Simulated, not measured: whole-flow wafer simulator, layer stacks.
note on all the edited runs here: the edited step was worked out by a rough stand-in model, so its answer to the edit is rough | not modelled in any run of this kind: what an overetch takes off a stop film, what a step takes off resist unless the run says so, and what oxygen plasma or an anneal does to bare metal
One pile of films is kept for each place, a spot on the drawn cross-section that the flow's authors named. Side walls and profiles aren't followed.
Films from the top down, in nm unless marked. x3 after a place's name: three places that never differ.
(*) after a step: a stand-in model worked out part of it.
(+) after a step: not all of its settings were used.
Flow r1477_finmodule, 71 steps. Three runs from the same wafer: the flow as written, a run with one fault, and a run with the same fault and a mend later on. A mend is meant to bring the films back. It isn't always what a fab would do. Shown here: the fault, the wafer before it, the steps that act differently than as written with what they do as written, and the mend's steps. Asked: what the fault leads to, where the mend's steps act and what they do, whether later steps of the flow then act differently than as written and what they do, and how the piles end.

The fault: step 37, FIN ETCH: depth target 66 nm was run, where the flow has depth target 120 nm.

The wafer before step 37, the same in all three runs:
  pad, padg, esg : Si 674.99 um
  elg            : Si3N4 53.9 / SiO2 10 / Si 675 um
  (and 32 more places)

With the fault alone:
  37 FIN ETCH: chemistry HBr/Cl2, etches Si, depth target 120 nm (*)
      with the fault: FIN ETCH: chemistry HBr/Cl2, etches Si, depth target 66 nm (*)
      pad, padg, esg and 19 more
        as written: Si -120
        with the fault: Si -66
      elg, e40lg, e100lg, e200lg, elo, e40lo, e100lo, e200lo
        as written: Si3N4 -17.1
        with the fault: Si3N4 -9.43
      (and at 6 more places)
  Later steps of the flow that act differently than as written (3 more steps differ only slightly, by at most 2% or 0.5 nm, whichever is larger, and aren't shown):
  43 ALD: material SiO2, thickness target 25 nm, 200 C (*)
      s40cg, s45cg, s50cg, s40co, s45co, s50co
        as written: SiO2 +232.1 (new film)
        with the fault: SiO2 +182.3 (new film)
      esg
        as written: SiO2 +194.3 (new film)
        with the fault: SiO2 +148 (new film)
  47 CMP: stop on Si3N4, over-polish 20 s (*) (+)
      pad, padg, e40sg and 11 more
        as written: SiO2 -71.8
        with the fault: SiO2 -125.8
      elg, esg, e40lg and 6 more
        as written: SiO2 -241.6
        with the fault: SiO2 -249.3
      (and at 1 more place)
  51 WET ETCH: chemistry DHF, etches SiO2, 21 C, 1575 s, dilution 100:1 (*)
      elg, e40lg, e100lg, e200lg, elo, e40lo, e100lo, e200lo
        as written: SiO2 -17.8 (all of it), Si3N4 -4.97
        with the fault: SiO2 -10.1 (all of it), Si3N4 -5.6
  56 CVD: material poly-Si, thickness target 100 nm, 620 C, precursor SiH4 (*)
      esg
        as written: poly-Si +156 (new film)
        with the fault: poly-Si +163 (new film)
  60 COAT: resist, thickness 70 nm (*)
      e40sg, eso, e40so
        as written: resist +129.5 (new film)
        with the fault: resist +136.1 (new film)
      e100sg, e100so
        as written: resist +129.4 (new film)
        with the fault: resist +136.1 (new film)
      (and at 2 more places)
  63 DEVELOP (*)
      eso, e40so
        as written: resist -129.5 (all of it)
        with the fault: resist -136.1 (all of it)
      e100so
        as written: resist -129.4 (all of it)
        with the fault: resist -136.1 (all of it)
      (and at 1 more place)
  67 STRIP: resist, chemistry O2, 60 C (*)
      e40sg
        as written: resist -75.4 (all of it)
        with the fault: resist -82 (all of it)
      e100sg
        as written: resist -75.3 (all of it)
        with the fault: resist -82 (all of it)
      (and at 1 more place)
  At the end the piles differ from the flow's by more than 2% or 0.5 nm, whichever is larger, at pad, padg, elg and 27 more.
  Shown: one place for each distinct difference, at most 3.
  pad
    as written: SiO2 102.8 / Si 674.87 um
    with the fault: SiO2 49 / Si 674.93 um
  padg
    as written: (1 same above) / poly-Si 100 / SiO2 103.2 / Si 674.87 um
    with the fault: (1 same above) / poly-Si 100 / SiO2 49.4 / Si 674.93 um
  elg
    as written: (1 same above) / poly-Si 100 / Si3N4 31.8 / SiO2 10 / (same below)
    with the fault: (1 same above) / poly-Si 100 / Si3N4 38.9 / SiO2 10 / (same below)

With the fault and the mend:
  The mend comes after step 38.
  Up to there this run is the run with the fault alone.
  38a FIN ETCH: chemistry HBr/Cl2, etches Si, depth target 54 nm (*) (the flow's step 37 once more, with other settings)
      pad, padg, esg and 19 more
        Si -54
      elg, e40lg, e100lg, e200lg, elo, e40lo, e100lo, e200lo
        Si3N4 -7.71
      s40sg_line, s45sg_line, s50sg_line, s40so_line, s45so_line, s50so_line
        SiO2 -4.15
  No later step of the flow acts differently than as written at any place that is followed.
  At the end the piles are the same as the flow's at every place that both follow.
